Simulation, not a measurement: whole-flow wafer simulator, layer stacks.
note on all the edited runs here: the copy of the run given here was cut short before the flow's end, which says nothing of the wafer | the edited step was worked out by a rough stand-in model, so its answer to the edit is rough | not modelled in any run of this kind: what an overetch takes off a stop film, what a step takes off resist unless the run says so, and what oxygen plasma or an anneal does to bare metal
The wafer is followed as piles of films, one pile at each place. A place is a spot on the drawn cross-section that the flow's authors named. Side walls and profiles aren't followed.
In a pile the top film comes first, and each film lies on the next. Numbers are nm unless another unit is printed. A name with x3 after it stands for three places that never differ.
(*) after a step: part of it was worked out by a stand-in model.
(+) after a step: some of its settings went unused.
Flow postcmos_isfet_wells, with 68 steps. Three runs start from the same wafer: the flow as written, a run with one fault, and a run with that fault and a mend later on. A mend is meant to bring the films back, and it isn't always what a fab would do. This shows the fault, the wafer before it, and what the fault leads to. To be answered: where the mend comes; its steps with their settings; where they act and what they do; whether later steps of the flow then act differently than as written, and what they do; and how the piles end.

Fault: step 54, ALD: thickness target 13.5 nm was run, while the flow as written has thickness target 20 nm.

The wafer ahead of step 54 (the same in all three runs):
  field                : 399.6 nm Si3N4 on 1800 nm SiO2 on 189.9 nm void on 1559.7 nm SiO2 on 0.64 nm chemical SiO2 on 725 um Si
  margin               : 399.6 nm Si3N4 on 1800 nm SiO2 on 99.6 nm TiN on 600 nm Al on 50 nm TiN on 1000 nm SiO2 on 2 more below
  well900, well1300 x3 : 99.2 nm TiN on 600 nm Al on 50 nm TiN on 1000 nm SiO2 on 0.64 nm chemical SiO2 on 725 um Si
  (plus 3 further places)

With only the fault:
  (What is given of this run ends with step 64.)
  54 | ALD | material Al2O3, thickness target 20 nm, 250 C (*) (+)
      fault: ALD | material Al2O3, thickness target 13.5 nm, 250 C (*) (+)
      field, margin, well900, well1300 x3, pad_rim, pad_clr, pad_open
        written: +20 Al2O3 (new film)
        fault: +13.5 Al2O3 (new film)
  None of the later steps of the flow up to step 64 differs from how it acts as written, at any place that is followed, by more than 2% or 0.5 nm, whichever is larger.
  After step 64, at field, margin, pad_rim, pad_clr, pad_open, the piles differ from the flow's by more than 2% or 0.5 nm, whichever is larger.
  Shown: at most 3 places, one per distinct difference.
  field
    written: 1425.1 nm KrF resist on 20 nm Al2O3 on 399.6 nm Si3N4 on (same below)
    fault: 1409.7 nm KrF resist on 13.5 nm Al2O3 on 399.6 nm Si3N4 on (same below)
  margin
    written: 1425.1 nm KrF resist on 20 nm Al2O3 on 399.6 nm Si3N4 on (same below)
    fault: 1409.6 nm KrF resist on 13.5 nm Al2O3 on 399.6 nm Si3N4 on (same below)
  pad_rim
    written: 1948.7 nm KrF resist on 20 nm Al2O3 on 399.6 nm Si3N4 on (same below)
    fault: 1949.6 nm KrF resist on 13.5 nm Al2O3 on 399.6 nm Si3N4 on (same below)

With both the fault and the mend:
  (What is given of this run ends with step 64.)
  The mend stands after step 54.
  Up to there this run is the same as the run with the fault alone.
  54a | ALD | material Al2O3, thickness target 6.5 nm, 250 C (*) (+) (the flow's step 54, run once more with other settings)
      field, margin, well900, well1300 x3, pad_rim, pad_clr, pad_open
        +6.5 Al2O3
  None of the later steps of the flow up to step 64 acts differently than as written at any place that is followed.
  At every place that both follow, the piles after step 64 match the flow's.
